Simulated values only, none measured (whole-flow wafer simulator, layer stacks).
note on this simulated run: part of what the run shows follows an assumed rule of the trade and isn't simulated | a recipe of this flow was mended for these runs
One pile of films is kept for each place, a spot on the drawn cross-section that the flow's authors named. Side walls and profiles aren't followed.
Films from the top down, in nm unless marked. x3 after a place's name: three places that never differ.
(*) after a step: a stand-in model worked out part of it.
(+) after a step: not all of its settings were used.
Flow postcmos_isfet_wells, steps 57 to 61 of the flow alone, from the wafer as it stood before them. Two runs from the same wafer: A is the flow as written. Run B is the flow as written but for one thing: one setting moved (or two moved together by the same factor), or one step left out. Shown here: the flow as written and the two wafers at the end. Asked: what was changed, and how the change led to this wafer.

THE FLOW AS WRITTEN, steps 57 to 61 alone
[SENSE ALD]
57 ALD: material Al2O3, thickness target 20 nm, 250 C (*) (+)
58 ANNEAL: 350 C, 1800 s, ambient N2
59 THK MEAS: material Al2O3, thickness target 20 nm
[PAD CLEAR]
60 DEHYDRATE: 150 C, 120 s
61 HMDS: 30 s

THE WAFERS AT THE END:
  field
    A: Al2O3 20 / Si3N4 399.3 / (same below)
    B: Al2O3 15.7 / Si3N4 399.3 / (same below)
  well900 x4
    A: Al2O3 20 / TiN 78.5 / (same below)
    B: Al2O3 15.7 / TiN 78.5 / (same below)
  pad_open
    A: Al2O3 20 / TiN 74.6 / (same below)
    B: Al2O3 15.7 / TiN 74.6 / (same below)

The cause: step 57, ALD: thickness target 15.7 nm was run, where the flow has thickness target 20 nm.
It can be read off the wafer: field has Al2O3 15.7, and step 57 as written asks for 20 nm.

How the change led to this, step by step:
  57 ALD: material Al2O3, thickness target 20 nm, 250 C (*) (+)
      field, margin x3, well900 x4, pad_open: A Al2O3 +20 (new film) | B Al2O3 +15.7 (new film)
